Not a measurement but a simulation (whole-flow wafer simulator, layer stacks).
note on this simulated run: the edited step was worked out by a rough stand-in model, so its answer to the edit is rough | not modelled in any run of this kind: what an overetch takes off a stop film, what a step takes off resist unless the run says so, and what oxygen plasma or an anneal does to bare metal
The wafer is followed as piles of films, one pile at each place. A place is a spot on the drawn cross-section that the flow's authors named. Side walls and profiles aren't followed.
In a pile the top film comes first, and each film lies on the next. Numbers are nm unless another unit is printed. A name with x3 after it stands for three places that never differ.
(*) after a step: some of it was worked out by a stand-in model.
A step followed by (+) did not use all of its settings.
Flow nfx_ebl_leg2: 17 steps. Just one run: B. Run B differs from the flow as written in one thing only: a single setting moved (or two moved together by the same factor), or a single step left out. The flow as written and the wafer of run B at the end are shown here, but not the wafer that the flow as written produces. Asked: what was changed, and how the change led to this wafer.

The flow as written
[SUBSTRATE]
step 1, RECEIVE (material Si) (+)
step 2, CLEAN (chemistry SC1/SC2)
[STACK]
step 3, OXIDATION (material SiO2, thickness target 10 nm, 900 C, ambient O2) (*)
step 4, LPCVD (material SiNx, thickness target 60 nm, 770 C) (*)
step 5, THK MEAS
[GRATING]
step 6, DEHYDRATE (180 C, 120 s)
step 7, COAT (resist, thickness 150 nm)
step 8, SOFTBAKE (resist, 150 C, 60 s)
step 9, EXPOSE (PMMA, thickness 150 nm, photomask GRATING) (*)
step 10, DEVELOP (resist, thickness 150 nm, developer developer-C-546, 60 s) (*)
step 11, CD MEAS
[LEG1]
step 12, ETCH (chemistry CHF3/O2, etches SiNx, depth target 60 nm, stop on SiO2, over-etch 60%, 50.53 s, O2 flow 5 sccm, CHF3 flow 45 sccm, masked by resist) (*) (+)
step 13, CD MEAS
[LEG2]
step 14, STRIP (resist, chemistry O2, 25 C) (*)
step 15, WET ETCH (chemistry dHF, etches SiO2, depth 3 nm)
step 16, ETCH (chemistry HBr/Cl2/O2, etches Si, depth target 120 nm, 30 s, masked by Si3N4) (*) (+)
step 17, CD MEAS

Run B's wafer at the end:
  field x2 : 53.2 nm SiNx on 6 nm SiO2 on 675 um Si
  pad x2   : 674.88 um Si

The reason: step 3, OXIDATION: thickness target 6 nm was run, while the flow as written has thickness target 10 nm.
The wafer itself shows it: field x2 has SiO2 6, and step 3 as written asks for 10 nm.

Step by step, how the change led to this:
  step 3, OXIDATION (material SiO2, thickness target 10 nm, 900 C, ambient O2) (*)
      field x2, pad x2: +6 SiO2 (new film), -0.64 chemical SiO2 (all of it), -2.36 Si (as written it would have been: +10 SiO2 (new film), -0.64 chemical SiO2 (all of it), -4.12 Si)
  step 12, ETCH (chemistry CHF3/O2, etches SiNx, depth target 60 nm, stop on SiO2, over-etch 60%, 50.53 s, O2 flow 5 sccm, CHF3 flow 45 sccm, masked by resist) (*) (+)
      pad x2: -60 SiNx (all of it), -6 SiO2 (all of it) (as written it would have been: -60 SiNx (all of it), -10 SiO2 (all of it))
